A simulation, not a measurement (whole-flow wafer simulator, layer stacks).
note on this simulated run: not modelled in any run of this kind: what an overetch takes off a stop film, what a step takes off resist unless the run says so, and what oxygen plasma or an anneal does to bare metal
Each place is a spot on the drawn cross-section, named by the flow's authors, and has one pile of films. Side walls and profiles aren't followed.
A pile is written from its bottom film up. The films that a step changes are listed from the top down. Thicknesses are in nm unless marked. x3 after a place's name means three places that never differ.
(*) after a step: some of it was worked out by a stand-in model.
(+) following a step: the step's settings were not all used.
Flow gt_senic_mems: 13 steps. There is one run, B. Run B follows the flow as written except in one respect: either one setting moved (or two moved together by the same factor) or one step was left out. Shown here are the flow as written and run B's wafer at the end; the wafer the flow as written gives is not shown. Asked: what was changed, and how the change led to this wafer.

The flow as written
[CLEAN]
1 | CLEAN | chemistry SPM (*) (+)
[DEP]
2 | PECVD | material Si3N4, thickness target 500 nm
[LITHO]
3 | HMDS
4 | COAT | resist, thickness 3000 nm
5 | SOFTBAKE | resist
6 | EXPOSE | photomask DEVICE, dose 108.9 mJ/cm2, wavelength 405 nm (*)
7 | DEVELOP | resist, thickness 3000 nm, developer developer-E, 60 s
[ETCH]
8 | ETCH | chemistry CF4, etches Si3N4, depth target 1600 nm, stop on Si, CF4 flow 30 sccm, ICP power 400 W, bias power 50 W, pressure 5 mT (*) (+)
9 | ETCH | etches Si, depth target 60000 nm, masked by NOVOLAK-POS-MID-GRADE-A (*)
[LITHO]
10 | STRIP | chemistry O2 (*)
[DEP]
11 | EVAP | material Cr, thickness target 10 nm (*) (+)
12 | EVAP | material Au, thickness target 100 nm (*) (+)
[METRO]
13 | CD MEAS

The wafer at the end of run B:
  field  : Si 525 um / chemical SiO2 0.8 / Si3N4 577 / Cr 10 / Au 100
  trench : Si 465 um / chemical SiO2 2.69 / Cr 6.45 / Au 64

What caused this: step 2, PECVD: thickness target 577 nm was run, while the flow as written has thickness target 500 nm.
The wafer itself shows it: field has Si3N4 577, and step 2 as written asks for 500 nm.

The path from the change to this, step by step:
  2 | PECVD | material Si3N4, thickness target 500 nm
      field, trench: +577 Si3N4 (new film) (it would be, as written: +500 Si3N4 (new film))
  8 | ETCH | chemistry CF4, etches Si3N4, depth target 1600 nm, stop on Si, CF4 flow 30 sccm, ICP power 400 W, bias power 50 W, pressure 5 mT (*) (+)
      field: -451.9 resist (it would be, as written: -400.5 resist)
      trench: -577 Si3N4 (all of it), -0.8 chemical SiO2 (all of it) (it would be, as written: -500 Si3N4 (all of it), -0.8 chemical SiO2 (all of it))
  10 | STRIP | chemistry O2 (*)
      field: -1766 resist (all of it) (it would be, as written: -1817.3 resist (all of it))
